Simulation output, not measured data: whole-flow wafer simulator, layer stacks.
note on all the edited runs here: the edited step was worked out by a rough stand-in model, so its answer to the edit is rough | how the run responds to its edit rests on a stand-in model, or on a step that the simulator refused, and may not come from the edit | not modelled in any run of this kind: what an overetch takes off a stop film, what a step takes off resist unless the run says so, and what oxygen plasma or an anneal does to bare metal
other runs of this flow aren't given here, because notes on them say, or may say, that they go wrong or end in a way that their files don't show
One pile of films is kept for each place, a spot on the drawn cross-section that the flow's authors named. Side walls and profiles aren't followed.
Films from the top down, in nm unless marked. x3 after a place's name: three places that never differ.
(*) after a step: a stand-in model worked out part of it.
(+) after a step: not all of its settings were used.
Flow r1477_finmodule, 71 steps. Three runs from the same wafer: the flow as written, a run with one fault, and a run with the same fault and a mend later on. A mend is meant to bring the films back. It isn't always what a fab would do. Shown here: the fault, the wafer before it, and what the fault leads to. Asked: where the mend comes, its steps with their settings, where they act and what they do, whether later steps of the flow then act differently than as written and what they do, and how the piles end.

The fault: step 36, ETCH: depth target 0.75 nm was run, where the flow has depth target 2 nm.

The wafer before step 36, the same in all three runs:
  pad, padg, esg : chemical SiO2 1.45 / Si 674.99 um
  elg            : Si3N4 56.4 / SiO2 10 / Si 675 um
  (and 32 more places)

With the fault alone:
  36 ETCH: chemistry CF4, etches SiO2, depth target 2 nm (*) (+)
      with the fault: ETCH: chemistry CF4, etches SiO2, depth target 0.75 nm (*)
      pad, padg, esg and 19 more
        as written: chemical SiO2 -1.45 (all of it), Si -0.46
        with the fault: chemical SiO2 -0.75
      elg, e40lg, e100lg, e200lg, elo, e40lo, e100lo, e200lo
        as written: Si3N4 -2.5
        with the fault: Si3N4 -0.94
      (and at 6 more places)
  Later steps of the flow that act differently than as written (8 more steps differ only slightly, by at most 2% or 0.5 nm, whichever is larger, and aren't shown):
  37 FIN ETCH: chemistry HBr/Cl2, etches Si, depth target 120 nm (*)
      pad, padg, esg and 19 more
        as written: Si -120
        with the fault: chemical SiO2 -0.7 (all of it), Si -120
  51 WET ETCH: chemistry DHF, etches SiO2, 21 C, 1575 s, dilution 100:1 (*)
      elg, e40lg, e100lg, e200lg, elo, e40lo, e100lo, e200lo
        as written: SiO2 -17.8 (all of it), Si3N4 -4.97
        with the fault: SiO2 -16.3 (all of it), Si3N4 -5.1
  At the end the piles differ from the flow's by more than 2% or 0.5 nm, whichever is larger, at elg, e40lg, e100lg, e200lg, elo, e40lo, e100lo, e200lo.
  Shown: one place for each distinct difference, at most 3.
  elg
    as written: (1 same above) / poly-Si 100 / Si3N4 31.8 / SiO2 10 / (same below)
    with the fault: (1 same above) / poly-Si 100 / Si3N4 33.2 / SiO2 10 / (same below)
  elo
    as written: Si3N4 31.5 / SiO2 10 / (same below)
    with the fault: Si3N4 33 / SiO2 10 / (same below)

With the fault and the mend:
  The mend comes after step 36.
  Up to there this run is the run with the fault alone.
  36a ETCH: chemistry CF4, etches SiO2, depth target 1.25 nm (*) (+) (the flow's step 36 once more, with other settings)
      pad, padg, esg and 19 more
        chemical SiO2 -0.7 (all of it), Si -0.46
      elg, e40lg, e100lg, e200lg, elo, e40lo, e100lo, e200lo
        Si3N4 -1.56
      s40sg_line, s45sg_line, s50sg_line, s40so_line, s45so_line, s50so_line
        SiO2 -1.25
  No later step of the flow acts differently than as written at any place that is followed.
  At the end the piles are the same as the flow's at every place that both follow.
